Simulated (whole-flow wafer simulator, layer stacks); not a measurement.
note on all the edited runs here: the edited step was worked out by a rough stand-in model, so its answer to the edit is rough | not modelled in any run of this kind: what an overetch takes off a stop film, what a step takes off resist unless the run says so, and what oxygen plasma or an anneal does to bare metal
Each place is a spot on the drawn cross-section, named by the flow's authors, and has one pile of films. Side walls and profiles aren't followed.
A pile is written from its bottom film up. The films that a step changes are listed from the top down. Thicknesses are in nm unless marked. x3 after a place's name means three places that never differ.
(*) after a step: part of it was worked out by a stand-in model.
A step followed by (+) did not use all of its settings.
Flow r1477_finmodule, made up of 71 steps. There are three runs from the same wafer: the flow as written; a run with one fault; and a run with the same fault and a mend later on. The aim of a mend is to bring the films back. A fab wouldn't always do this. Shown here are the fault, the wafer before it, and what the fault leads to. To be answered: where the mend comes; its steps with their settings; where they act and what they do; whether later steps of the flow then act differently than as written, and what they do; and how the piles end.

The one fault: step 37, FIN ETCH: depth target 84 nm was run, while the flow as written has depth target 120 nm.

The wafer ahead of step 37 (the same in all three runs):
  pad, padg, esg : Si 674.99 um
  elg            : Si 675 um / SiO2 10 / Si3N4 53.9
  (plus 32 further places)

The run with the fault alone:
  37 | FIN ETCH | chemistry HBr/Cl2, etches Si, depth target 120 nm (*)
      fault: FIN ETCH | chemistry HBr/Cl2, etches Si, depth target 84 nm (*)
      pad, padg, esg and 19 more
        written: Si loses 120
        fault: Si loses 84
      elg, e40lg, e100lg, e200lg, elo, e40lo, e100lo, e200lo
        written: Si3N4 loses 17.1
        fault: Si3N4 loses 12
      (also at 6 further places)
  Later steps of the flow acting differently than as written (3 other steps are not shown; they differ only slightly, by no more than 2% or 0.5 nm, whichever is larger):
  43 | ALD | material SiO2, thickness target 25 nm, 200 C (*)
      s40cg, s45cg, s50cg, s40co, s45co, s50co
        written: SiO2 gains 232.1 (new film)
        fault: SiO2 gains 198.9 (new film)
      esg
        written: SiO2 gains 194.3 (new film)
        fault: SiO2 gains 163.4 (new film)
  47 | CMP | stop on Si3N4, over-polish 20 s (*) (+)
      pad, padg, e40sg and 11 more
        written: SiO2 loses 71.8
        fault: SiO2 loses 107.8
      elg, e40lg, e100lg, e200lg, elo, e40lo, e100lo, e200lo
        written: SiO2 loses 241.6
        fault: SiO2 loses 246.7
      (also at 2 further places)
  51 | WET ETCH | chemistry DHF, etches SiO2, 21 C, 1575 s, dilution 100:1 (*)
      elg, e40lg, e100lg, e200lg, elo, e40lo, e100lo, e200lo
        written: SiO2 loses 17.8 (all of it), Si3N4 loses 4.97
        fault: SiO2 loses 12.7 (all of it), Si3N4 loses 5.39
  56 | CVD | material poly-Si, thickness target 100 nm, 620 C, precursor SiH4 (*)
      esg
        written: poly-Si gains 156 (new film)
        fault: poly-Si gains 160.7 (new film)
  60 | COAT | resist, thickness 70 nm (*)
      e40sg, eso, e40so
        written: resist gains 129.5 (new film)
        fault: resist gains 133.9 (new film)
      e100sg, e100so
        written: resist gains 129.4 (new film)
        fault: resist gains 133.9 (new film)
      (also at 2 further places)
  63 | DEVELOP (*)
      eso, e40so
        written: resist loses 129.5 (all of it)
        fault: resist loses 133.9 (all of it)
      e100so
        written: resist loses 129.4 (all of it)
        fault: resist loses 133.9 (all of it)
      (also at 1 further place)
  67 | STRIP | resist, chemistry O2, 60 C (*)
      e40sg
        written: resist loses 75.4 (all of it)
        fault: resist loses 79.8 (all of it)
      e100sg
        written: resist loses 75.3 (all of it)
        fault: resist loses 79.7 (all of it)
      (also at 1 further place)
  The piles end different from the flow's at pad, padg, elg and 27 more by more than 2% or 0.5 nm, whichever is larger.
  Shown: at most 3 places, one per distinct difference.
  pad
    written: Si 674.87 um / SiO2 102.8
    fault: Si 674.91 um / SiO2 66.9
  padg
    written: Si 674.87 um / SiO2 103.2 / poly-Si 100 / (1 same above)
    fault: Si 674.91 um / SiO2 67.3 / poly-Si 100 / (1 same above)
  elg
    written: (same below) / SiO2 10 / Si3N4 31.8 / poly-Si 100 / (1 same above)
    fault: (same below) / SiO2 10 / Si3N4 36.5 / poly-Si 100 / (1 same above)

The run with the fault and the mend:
  The mend stands after step 38.
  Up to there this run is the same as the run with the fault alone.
  38a | FIN ETCH | chemistry HBr/Cl2, etches Si, depth target 36 nm (*) (the flow's step 37 again, with other settings)
      pad, padg, esg and 19 more
        Si loses 36
      elg, e40lg, e100lg, e200lg, elo, e40lo, e100lo, e200lo
        Si3N4 loses 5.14
      s40sg_line, s45sg_line, s50sg_line, s40so_line, s45so_line, s50so_line
        SiO2 loses 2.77
  Later steps of the flow that are run all act as written at every place that is followed.
  At every place that both follow, the piles at the end match the flow's.
